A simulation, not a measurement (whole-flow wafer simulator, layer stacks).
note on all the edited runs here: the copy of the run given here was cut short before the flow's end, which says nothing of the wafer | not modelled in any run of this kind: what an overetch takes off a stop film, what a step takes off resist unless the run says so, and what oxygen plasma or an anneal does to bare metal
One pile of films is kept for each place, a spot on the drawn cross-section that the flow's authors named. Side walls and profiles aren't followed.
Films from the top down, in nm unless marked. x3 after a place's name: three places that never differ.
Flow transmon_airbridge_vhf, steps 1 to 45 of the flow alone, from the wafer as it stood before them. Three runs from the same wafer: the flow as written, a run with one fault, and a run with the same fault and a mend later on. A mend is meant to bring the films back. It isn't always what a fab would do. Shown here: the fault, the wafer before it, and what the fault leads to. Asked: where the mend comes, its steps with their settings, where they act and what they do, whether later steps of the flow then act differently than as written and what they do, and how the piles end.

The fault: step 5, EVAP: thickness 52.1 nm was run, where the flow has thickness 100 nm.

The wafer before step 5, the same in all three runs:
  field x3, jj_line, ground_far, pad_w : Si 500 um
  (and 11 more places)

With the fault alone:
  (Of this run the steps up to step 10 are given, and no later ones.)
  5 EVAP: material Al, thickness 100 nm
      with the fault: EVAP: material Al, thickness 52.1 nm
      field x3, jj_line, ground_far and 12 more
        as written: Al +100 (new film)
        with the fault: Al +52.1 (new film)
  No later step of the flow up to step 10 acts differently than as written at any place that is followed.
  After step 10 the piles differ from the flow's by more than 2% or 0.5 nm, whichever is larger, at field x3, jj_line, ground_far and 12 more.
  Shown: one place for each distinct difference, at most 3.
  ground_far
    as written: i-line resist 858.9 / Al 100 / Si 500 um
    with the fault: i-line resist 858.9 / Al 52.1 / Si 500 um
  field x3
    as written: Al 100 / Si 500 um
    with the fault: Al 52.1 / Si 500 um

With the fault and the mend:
  The mend comes after step 5.
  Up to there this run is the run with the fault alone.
  5a EVAP: material Al, thickness 47.9 nm (the flow's step 5 once more, with other settings)
      field x3, jj_line, ground_far and 12 more
        Al +47.9
  No later step of the flow acts differently than as written at any place that is followed.
  At the end the piles are the same as the flow's at every place that both follow.
